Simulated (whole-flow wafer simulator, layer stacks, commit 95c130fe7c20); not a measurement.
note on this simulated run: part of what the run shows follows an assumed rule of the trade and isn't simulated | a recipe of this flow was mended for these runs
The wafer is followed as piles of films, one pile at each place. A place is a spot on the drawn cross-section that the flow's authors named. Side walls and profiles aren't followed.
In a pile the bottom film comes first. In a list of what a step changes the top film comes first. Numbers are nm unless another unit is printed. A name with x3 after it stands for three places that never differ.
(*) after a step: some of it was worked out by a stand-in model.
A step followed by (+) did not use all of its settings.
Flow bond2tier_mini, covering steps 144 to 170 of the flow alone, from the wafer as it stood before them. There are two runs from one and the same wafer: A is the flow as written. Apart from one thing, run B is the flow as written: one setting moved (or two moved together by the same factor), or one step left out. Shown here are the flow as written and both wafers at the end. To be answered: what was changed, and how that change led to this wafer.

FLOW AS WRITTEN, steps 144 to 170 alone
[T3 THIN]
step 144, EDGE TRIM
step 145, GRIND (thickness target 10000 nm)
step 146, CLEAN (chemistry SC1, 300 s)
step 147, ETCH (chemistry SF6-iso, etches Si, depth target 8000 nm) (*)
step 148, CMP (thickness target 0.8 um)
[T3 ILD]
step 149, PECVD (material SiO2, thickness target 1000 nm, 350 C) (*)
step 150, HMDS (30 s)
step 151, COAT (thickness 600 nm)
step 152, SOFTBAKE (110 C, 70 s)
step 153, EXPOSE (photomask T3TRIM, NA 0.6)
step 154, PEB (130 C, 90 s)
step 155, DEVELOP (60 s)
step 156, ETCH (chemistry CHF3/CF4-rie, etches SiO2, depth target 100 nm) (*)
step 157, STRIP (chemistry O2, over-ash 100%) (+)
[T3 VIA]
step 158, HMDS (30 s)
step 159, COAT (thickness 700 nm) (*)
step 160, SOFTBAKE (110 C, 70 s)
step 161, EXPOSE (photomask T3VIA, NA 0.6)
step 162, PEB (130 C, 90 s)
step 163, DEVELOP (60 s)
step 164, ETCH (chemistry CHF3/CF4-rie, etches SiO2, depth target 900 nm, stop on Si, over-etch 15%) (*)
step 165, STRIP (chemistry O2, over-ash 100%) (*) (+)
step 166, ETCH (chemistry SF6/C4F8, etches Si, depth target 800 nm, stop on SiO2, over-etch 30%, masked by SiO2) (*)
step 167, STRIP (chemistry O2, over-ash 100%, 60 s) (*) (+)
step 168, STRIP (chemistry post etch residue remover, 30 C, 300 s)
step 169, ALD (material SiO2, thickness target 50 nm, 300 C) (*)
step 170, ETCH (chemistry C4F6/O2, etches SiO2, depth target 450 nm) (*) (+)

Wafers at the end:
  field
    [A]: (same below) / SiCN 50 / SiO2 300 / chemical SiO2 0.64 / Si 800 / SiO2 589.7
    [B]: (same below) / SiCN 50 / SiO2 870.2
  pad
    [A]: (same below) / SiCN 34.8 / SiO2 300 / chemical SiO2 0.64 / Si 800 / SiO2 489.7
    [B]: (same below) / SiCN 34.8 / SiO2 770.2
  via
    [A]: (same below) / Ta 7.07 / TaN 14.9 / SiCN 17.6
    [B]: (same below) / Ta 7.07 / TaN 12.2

The reason: step 147, ETCH: depth target 12800 nm was run, whereas the flow has depth target 8000 nm.

Step by step, how the change led to this:
  step 147, ETCH (chemistry SF6-iso, etches Si, depth target 8000 nm) (*)
      field, pad, via: A -0.6 chemical SiO2 (all of it), -8000 Si | B -0.6 chemical SiO2 (all of it), -9999.7 Si (all of it), -0.64 chemical SiO2 (all of it), -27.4 SiO2
  step 148, CMP (thickness target 0.8 um)
      field, pad, via: A -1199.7 Si | B nothing
  step 149, PECVD (material SiO2, thickness target 1000 nm, 350 C) (*)
      field, pad, via: A +1000 SiO2 (new film) | B +1000 SiO2
  step 164, ETCH (chemistry CHF3/CF4-rie, etches SiO2, depth target 900 nm, stop on Si, over-etch 15%) (*)
      via: A -900 SiO2 (all of it), -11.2 Si | B -1035 SiO2
  step 166, ETCH (chemistry SF6/C4F8, etches Si, depth target 800 nm, stop on SiO2, over-etch 30%, masked by SiO2) (*)
      via: A -788.8 Si (all of it), -0.64 chemical SiO2 (all of it), -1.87 SiO2 | B -2.4 SiO2
      field, pad: A -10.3 SiO2 | B -2.4 SiO2
  step 170, ETCH (chemistry C4F6/O2, etches SiO2, depth target 450 nm) (*) (+)
      via: A -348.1 SiO2 (all of it), -17.2 SiCN | B -185.2 SiO2 (all of it), -34.8 SiCN (all of it), -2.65 TaN
